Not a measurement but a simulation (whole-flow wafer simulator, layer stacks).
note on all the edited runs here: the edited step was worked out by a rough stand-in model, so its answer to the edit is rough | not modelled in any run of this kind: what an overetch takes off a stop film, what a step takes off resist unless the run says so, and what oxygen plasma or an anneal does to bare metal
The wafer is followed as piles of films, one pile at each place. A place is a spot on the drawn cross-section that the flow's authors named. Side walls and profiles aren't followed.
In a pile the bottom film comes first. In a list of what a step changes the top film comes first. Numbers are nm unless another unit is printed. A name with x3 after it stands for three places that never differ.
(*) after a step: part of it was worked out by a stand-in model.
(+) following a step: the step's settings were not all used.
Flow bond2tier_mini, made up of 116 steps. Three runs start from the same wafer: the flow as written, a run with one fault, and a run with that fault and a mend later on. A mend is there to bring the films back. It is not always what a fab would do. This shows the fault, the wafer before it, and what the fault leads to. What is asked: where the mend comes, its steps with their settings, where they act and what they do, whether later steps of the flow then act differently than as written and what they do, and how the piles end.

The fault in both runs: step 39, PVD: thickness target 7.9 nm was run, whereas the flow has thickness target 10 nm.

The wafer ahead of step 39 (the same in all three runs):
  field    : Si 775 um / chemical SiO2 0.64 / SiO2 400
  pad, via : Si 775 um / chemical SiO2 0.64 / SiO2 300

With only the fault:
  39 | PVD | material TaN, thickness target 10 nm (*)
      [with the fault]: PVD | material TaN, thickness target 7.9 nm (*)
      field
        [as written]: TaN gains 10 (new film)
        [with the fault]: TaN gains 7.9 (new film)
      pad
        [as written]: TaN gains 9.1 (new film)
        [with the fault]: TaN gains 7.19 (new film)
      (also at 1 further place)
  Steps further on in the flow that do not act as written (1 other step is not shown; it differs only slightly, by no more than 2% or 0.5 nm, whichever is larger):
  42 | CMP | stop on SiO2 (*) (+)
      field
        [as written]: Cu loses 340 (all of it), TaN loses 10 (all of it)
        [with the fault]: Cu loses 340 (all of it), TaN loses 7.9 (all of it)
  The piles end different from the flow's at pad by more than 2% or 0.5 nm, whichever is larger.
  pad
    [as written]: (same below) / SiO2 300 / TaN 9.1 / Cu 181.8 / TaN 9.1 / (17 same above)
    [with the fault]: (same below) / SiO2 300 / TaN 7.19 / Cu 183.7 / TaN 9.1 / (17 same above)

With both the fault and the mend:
  The mend follows step 39.
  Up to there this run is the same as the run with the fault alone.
  39a | PVD | material TaN, thickness target 2.1 nm (*) (the flow's step 39 again, with other settings)
      field
        TaN gains 2.1
      pad
        TaN gains 1.91
      via
        TaN gains 2.09
  None of the later steps of the flow acts differently than as written at any place that is followed.
  At every place that both follow, the piles at the end match the flow's.
